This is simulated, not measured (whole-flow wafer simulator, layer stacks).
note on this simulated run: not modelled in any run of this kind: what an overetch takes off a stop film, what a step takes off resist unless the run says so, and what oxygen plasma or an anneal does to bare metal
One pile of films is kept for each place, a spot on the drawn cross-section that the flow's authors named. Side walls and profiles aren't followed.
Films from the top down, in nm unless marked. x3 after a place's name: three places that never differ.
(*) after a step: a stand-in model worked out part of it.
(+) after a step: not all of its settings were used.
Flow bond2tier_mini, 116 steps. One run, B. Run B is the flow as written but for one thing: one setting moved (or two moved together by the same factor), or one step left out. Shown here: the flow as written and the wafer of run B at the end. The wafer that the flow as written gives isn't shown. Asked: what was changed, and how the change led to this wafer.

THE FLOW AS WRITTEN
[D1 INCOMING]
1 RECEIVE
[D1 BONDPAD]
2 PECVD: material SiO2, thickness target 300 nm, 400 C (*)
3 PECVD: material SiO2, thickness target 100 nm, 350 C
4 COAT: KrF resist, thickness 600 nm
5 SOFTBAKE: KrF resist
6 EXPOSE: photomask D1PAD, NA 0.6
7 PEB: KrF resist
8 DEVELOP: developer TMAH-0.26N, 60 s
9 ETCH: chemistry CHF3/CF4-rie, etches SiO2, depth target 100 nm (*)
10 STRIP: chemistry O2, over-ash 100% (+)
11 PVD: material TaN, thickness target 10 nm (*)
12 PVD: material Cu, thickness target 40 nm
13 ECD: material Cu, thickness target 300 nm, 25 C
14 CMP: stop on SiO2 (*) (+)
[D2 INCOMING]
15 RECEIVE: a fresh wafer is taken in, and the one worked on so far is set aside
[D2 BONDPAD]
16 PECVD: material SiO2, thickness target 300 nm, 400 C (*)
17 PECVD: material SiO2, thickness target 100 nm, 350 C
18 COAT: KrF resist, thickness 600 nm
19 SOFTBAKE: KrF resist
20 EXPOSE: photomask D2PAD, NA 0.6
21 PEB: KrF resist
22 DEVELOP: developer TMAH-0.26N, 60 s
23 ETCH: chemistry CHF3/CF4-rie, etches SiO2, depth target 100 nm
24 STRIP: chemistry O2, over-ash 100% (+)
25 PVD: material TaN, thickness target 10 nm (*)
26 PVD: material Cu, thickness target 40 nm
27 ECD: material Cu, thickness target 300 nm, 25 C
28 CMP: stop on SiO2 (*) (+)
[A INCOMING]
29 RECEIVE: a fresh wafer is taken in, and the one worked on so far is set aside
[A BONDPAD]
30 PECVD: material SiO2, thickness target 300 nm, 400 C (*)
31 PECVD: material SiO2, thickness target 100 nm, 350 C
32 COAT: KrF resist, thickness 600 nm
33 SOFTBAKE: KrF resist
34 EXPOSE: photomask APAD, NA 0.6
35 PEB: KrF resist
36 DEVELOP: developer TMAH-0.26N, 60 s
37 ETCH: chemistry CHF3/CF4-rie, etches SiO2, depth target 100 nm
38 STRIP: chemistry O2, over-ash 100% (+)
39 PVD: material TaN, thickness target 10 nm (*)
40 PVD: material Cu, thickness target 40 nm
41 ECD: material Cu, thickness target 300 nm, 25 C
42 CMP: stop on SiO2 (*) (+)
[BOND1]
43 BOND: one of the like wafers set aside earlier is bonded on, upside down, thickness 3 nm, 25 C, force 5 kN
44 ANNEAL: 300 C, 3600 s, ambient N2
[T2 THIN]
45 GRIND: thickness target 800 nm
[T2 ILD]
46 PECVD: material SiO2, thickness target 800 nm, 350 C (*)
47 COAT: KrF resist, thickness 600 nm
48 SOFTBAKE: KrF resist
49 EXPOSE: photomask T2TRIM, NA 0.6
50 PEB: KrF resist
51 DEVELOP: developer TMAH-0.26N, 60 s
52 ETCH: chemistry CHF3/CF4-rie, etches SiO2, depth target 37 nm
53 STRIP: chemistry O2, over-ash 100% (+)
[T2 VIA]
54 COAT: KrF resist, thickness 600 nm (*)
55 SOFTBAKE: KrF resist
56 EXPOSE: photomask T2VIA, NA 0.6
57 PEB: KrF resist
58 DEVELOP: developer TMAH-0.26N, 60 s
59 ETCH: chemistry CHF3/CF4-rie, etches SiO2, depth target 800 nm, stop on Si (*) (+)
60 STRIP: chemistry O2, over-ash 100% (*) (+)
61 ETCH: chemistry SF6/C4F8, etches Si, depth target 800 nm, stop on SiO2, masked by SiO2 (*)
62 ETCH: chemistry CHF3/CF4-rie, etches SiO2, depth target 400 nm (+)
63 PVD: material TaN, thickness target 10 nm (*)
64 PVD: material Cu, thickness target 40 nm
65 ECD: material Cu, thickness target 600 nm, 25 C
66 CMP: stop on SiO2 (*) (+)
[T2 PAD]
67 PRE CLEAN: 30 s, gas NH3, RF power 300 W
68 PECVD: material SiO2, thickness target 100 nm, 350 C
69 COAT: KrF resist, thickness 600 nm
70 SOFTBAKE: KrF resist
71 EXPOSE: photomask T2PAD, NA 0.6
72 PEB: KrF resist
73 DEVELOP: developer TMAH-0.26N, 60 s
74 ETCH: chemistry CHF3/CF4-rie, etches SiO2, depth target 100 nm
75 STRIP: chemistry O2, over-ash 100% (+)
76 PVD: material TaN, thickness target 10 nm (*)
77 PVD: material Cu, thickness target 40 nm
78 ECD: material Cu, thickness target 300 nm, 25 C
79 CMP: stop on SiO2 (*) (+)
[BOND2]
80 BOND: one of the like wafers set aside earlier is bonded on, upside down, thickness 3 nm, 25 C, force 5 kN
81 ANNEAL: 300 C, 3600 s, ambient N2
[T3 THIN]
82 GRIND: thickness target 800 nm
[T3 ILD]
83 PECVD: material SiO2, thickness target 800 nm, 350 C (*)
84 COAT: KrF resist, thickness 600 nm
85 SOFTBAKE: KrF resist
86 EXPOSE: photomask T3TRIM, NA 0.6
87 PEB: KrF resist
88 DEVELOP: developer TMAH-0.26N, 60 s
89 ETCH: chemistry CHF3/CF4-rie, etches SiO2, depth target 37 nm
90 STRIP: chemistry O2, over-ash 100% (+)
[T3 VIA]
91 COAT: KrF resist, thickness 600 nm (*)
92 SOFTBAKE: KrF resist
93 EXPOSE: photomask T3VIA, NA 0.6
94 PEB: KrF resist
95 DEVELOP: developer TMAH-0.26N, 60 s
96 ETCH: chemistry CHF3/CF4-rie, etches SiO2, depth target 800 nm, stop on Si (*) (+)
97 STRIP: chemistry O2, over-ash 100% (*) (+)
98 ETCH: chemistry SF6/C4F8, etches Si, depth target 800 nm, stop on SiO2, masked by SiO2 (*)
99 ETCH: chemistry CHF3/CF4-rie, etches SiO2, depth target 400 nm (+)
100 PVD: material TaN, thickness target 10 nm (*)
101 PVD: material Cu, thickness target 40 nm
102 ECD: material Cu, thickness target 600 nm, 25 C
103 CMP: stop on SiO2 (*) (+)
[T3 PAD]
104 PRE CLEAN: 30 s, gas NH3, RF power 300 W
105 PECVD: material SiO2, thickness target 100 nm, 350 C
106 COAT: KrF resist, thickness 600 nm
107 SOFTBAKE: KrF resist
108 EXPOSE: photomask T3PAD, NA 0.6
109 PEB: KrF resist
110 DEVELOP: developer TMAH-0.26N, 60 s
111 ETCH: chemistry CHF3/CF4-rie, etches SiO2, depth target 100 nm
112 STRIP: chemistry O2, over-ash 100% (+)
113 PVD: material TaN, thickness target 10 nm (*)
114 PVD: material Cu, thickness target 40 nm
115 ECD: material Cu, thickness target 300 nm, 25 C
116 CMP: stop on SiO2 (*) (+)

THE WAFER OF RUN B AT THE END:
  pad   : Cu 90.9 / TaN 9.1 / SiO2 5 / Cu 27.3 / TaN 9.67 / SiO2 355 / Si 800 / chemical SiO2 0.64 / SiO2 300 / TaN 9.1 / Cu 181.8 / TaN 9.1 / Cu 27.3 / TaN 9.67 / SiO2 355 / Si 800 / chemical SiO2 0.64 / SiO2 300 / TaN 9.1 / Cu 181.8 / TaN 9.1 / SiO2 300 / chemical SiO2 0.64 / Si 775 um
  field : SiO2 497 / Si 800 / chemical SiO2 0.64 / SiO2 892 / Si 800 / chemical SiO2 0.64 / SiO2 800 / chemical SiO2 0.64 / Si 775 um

The cause: step 105, PECVD: thickness target 105 nm was run, where the flow has thickness target 100 nm.

How the change led to this, step by step:
  105 PECVD: material SiO2, thickness target 100 nm, 350 C
      field: SiO2 +105 (as written it would be: SiO2 +100)
      pad: SiO2 +105 (new film) (as written it would be: SiO2 +100 (new film))
  111 ETCH: chemistry CHF3/CF4-rie, etches SiO2, depth target 100 nm
      pad: SiO2 -100 (as written it would be: SiO2 -100 (all of it))
Counting metal films that touch as one body, pad has 4 bodies (between them, from the top down: SiO2 5; SiO2 355 / Si 800 / chemical SiO2 0.64 / SiO2 300; SiO2 355 / Si 800 / chemical SiO2 0.64 / SiO2 300); the flow as written gives 3 bodies (between them, from the top down: SiO2 355 / Si 800 / chemical SiO2 0.64 / SiO2 300; SiO2 355 / Si 800 / chemical SiO2 0.64 / SiO2 300).
